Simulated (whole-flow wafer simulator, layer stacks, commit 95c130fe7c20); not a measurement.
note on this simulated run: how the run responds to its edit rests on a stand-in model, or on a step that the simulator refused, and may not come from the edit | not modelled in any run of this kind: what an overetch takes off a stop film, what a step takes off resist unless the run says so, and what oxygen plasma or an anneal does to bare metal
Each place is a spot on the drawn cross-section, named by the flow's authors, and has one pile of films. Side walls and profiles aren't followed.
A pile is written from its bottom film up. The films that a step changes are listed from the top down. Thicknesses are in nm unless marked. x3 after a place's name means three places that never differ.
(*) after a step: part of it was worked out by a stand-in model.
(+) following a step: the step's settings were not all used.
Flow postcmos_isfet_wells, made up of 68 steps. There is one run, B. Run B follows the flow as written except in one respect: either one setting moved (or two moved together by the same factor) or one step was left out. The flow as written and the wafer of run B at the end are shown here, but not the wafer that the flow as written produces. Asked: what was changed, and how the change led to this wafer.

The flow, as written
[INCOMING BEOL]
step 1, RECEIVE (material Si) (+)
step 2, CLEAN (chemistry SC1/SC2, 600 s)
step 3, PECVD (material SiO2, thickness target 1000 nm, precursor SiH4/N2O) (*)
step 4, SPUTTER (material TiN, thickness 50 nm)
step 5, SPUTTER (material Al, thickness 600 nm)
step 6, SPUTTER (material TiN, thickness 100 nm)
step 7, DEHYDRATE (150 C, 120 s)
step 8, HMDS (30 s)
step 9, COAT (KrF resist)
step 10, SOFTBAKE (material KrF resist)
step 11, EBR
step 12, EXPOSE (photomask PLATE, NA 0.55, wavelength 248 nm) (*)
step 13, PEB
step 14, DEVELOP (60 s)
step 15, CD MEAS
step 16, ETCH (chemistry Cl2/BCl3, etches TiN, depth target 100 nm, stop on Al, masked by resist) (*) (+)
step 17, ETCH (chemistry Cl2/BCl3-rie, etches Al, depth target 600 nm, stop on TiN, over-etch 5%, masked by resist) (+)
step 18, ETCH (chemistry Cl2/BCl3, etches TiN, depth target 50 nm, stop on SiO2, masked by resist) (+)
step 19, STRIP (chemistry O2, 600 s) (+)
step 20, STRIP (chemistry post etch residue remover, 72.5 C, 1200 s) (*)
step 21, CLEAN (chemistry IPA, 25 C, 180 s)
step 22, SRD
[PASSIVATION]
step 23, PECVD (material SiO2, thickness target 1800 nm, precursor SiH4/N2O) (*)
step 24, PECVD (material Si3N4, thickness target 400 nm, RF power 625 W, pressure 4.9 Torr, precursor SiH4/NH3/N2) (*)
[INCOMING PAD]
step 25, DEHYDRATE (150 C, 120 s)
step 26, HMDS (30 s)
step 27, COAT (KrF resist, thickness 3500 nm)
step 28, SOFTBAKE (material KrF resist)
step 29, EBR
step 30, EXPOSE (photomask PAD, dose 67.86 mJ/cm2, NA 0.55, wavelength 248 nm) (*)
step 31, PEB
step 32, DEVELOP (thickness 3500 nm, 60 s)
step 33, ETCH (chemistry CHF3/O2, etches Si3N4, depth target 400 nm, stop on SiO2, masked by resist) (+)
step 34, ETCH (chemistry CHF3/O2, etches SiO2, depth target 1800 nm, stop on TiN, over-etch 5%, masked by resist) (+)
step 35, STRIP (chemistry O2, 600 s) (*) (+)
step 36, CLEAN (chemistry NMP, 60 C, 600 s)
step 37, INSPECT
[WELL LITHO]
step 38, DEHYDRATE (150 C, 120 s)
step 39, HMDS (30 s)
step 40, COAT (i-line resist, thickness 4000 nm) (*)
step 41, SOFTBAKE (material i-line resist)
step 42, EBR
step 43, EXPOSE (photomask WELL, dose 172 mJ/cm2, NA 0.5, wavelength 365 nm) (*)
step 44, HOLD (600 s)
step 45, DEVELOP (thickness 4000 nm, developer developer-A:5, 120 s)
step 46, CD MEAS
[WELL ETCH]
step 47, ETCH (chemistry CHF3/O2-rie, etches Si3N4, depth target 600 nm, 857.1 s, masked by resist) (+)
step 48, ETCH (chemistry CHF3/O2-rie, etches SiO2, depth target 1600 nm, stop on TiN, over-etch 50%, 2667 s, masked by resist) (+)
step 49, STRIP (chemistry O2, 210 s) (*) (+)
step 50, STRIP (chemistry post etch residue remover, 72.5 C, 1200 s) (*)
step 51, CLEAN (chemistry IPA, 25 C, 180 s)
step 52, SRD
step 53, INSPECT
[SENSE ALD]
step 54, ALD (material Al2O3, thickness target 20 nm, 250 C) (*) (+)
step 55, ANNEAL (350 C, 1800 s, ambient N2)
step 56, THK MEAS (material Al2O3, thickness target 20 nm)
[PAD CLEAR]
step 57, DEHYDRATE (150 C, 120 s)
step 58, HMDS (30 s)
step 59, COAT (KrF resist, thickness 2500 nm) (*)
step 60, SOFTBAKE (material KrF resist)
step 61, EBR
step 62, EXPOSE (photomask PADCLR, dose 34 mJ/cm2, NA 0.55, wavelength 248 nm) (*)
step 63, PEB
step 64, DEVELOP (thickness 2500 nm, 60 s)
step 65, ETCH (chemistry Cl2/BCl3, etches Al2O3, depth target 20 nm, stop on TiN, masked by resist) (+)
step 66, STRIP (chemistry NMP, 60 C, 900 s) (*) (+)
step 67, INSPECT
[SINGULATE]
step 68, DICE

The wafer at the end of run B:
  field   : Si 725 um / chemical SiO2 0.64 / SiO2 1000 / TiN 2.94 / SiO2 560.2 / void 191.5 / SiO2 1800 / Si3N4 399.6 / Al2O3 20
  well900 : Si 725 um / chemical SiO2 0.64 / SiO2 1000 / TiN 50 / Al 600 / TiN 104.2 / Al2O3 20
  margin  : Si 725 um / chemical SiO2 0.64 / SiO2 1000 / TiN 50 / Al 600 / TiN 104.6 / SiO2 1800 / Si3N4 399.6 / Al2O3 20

The reason: step 6, SPUTTER: thickness 105 nm was run, while the flow as written has thickness 100 nm.

The path from the change to this, step by step:
  step 6, SPUTTER (material TiN, thickness 100 nm)
      field, margin, well900, well1300 x3, pad_rim, pad_clr, pad_open: +105 TiN (new film) (in the flow as written it would be: +100 TiN (new film))
  step 16, ETCH (chemistry Cl2/BCl3, etches TiN, depth target 100 nm, stop on Al, masked by resist) (*) (+)
      field: -100 TiN (in the flow as written it would be: -100 TiN (all of it))
  step 17, ETCH (chemistry Cl2/BCl3-rie, etches Al, depth target 600 nm, stop on TiN, over-etch 5%, masked by resist) (+)
      field: -5 TiN (all of it), -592 Al (in the flow as written it would be: -600 Al (all of it))
  step 18, ETCH (chemistry Cl2/BCl3, etches TiN, depth target 50 nm, stop on SiO2, masked by resist) (+)
      field: -8 Al (all of it), -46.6 TiN (in the flow as written it would be: -50 TiN (all of it))
  step 23, PECVD (material SiO2, thickness target 1800 nm, precursor SiH4/N2O) (*)
      field: +1800 SiO2 (new film), +191.5 void (new film), +560.2 SiO2 (new film) (in the flow as written it would be: +1800 SiO2 (new film), +189.9 void (new film), +559.7 SiO2)
With metal films that touch counted as one body, field has 1 body; the flow as written gives 0 bodies.
